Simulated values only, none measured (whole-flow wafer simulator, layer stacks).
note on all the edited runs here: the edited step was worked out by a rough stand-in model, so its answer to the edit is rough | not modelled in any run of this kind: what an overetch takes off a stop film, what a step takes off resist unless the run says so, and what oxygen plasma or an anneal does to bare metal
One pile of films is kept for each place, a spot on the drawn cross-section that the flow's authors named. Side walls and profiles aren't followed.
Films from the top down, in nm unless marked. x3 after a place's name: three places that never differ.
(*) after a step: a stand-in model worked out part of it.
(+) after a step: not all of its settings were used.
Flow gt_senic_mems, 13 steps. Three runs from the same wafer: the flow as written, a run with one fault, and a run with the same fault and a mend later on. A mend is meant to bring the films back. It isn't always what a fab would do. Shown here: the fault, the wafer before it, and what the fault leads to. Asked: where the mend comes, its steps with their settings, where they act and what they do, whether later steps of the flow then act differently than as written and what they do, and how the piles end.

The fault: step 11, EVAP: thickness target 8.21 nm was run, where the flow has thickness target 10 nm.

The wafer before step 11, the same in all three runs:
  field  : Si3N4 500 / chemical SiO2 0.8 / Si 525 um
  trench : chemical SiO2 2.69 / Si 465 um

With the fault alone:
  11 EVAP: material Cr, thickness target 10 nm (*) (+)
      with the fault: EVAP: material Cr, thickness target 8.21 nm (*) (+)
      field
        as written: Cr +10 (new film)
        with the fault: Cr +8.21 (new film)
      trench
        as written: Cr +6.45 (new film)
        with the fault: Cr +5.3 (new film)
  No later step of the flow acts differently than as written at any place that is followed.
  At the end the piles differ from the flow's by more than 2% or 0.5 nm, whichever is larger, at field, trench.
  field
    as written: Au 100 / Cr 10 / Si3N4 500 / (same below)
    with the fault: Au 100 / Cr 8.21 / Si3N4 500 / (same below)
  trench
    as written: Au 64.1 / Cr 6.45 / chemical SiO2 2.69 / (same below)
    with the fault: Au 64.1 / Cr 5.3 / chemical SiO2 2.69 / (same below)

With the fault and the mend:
  The mend comes after step 11.
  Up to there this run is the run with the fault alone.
  11a EVAP: material Cr, thickness target 1.79 nm (*) (the flow's step 11 once more, with other settings)
      field
        Cr +1.79
      trench
        Cr +1.16
  No later step of the flow acts differently than as written at any place that is followed.
  At the end the piles differ from the flow's only slightly at the places that both follow, by at most 2% or 0.5 nm, whichever is larger.
